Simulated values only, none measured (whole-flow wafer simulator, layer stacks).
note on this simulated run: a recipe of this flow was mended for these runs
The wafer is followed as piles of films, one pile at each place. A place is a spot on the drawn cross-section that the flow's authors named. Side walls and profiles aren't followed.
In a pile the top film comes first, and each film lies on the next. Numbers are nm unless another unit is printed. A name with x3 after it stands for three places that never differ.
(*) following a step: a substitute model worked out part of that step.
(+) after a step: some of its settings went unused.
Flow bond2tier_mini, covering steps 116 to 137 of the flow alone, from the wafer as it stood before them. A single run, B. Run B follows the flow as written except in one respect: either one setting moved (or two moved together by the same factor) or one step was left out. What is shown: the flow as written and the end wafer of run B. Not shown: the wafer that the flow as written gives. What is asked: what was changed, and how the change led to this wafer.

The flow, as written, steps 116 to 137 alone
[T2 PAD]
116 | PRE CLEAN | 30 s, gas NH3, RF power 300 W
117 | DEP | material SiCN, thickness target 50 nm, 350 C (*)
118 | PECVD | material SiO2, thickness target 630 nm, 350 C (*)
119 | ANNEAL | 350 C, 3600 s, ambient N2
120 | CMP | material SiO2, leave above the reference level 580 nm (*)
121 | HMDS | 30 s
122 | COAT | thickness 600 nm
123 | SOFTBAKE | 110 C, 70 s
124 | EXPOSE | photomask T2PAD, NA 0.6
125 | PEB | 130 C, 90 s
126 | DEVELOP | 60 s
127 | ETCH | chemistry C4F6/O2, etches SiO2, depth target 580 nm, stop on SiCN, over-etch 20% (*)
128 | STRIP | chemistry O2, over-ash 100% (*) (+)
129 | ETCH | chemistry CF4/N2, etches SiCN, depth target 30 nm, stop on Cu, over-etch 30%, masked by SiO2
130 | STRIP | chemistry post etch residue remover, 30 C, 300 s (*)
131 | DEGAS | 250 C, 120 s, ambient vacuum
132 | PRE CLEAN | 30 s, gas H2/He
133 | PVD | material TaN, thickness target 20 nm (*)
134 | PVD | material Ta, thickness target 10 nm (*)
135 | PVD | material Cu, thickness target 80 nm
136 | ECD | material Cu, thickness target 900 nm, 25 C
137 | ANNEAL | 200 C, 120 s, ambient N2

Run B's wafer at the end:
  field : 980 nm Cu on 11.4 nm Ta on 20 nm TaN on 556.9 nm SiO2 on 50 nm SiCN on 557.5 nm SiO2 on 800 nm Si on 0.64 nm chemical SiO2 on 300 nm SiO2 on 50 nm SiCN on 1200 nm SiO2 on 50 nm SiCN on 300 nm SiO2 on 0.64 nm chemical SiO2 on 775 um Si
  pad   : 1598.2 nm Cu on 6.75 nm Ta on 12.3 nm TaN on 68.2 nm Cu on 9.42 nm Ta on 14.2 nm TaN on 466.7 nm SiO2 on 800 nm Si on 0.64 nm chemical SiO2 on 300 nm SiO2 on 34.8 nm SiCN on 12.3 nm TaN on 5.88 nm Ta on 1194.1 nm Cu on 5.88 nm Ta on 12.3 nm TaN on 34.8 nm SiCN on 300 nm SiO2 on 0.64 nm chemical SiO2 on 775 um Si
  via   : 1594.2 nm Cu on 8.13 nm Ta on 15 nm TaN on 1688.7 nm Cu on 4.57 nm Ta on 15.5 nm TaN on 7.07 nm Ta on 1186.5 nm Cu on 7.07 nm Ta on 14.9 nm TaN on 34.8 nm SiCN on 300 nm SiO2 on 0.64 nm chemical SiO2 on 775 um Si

Cause: step 134, PVD: thickness target 11.4 nm was run, while the flow as written has thickness target 10 nm.
One can read it off the wafer: field has Ta 11.4, and step 134 as written asks for 10 nm.

How this came from the change, step by step:
  134 | PVD | material Ta, thickness target 10 nm (*)
      field: Ta gains 11.4 (new film) (in the flow as written it would be: Ta gains 10 (new film))
      pad: Ta gains 6.75 (new film) (in the flow as written it would be: Ta gains 5.92 (new film))
      (as well as at 1 more place)
